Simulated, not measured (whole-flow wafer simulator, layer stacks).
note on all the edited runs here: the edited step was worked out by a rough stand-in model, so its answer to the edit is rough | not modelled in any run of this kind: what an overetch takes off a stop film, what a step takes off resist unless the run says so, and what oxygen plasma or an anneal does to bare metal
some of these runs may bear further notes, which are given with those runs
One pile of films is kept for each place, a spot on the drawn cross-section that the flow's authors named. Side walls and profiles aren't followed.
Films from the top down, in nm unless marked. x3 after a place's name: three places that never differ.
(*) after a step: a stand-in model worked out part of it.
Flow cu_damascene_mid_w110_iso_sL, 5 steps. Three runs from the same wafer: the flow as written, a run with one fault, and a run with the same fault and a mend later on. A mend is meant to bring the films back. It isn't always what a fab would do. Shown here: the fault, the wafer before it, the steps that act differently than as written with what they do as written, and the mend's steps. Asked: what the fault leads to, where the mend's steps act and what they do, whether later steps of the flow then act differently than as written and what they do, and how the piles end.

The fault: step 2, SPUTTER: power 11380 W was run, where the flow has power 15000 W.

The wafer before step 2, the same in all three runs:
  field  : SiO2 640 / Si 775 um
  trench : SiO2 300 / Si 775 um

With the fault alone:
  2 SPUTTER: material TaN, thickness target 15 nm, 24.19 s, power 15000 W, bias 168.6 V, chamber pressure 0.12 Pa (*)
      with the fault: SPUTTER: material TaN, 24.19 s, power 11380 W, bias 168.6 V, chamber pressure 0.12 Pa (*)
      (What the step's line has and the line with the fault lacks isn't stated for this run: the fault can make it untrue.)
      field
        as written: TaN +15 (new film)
        with the fault: TaN +11.4 (new film)
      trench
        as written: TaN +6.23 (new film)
        with the fault: TaN +4.72 (new film)
  No later step of the flow acts differently than as written, at any place that is followed, by more than 2% or 0.5 nm, whichever is larger.
  At the end the piles differ from the flow's by more than 2% or 0.5 nm, whichever is larger, at field, trench.
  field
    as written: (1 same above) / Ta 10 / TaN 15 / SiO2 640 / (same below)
    with the fault: (1 same above) / Ta 10 / TaN 11.4 / SiO2 640 / (same below)
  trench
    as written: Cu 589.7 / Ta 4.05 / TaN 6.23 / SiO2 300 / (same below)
    with the fault: Cu 587.6 / Ta 4.09 / TaN 4.72 / SiO2 300 / (same below)

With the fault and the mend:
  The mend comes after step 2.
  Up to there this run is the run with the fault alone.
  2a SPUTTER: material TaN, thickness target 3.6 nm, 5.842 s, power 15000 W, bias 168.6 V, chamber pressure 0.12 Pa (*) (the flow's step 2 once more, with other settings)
      field
        TaN +3.6
      trench
        TaN +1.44
  No later step of the flow acts differently than as written at any place that is followed.
  At the end the piles differ from the flow's only slightly at the places that both follow, by at most 2% or 0.5 nm, whichever is larger.
